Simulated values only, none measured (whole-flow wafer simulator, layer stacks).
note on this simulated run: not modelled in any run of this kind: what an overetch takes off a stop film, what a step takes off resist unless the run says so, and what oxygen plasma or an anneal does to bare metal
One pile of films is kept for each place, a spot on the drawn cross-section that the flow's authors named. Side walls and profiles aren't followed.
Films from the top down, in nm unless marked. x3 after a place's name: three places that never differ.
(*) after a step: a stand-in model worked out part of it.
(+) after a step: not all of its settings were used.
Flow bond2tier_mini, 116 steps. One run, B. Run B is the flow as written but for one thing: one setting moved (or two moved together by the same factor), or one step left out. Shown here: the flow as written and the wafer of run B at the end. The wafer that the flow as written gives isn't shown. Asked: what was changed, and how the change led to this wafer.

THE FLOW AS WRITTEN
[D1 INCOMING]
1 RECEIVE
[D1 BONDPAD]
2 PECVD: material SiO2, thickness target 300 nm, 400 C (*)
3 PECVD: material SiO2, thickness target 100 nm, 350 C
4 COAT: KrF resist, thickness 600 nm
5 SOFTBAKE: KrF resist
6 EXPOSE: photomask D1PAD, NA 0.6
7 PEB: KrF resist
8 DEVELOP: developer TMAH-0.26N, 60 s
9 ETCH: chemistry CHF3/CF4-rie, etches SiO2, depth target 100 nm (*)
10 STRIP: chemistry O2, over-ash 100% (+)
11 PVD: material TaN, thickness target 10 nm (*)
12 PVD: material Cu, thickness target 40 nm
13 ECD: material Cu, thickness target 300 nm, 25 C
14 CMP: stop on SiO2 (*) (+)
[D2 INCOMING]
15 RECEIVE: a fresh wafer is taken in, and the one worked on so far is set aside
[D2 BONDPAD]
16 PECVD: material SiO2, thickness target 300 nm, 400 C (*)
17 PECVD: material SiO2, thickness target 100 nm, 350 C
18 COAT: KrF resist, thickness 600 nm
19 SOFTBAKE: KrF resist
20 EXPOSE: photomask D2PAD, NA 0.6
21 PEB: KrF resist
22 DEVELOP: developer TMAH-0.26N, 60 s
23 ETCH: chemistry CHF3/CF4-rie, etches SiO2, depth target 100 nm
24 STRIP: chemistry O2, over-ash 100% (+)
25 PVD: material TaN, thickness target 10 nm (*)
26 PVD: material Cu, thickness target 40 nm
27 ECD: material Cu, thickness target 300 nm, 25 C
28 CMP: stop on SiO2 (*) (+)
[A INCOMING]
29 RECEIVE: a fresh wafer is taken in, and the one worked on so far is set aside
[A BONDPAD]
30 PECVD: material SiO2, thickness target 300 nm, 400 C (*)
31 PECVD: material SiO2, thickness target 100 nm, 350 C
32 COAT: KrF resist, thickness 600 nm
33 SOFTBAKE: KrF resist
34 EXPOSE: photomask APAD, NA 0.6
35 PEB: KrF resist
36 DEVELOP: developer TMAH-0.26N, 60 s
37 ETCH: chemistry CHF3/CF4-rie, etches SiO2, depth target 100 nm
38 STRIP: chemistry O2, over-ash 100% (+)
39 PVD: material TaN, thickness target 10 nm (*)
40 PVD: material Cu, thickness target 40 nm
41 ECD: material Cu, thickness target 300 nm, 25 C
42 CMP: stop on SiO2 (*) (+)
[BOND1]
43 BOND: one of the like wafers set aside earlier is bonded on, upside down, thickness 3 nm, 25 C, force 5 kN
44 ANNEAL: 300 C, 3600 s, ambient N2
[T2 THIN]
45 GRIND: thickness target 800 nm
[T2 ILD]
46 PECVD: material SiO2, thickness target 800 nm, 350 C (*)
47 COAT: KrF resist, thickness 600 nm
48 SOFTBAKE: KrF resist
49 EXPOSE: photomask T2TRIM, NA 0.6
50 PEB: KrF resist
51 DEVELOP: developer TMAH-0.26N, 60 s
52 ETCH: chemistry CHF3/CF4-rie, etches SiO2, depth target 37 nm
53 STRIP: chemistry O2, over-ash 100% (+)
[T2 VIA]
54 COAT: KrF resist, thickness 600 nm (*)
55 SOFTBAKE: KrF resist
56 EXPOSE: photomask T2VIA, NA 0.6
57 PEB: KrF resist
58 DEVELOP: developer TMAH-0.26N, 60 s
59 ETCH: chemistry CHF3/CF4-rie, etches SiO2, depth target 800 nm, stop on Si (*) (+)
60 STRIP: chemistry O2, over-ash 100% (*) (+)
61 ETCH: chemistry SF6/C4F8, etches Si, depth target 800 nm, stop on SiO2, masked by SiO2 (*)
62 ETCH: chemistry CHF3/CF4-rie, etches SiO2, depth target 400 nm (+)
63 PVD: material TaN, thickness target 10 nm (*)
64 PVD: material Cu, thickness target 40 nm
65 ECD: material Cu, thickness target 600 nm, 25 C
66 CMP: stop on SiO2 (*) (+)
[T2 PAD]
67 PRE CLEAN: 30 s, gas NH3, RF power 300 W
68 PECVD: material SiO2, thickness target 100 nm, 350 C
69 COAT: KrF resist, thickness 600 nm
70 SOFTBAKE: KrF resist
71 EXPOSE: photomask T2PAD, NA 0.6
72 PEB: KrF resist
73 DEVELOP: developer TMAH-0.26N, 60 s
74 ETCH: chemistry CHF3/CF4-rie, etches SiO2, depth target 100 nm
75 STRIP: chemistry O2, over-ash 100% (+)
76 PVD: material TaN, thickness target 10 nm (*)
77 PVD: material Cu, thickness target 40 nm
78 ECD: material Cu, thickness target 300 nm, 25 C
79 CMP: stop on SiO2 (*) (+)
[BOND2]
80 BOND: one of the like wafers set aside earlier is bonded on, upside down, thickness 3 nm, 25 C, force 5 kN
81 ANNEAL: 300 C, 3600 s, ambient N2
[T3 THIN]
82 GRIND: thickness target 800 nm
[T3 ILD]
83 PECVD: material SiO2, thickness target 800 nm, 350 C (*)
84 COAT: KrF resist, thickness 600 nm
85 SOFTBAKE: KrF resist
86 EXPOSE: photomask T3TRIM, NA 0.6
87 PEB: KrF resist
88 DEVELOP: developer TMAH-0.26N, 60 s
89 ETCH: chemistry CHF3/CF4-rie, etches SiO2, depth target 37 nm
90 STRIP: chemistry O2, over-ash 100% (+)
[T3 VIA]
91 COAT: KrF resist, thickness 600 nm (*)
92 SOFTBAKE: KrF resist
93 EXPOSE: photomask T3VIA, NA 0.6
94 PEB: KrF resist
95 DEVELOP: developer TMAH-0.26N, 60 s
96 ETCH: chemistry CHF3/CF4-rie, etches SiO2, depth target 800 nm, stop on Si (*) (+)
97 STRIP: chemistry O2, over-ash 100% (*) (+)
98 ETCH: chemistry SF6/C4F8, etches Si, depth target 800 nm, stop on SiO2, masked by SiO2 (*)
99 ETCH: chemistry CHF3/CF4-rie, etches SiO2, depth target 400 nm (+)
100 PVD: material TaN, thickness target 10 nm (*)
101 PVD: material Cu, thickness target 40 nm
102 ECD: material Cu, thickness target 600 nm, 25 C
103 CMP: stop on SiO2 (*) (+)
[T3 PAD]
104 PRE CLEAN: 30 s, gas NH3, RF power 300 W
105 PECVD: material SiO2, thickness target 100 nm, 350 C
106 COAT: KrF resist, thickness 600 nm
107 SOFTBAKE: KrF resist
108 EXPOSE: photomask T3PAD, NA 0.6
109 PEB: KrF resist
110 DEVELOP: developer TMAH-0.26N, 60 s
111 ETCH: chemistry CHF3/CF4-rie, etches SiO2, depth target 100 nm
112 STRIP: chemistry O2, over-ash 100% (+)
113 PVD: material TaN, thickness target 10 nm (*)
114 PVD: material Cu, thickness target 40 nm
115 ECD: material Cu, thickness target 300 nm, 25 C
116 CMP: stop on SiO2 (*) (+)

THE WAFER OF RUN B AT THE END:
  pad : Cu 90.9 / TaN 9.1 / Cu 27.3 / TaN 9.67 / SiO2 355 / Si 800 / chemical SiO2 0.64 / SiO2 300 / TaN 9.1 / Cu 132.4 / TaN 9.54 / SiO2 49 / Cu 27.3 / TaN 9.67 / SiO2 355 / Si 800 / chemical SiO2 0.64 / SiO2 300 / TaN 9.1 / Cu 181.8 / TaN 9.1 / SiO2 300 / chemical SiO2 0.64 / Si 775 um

The cause: step 74, ETCH: depth target 51 nm was run, where the flow has depth target 100 nm.

How the change led to this, step by step:
  74 ETCH: chemistry CHF3/CF4-rie, etches SiO2, depth target 100 nm
      pad: SiO2 -51 (as written it would be: SiO2 -100 (all of it))
      field: KrF resist -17 (as written it would be: KrF resist -33.3)
  75 STRIP: chemistry O2, over-ash 100% (+)
      field: KrF resist -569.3 (all of it) (as written it would be: KrF resist -552.9 (all of it))
  77 PVD: material Cu, thickness target 40 nm
      pad: Cu +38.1 (new film) (as written it would be: Cu +36.4 (new film))
  78 ECD: material Cu, thickness target 300 nm, 25 C
      pad: Cu +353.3 (as written it would be: Cu +404.5)
Counting metal films that touch as one body, pad has 4 bodies (between them, from the top down: SiO2 355 / Si 800 / chemical SiO2 0.64 / SiO2 300; SiO2 49; SiO2 355 / Si 800 / chemical SiO2 0.64 / SiO2 300); the flow as written gives 3 bodies (between them, from the top down: SiO2 355 / Si 800 / chemical SiO2 0.64 / SiO2 300; SiO2 355 / Si 800 / chemical SiO2 0.64 / SiO2 300).
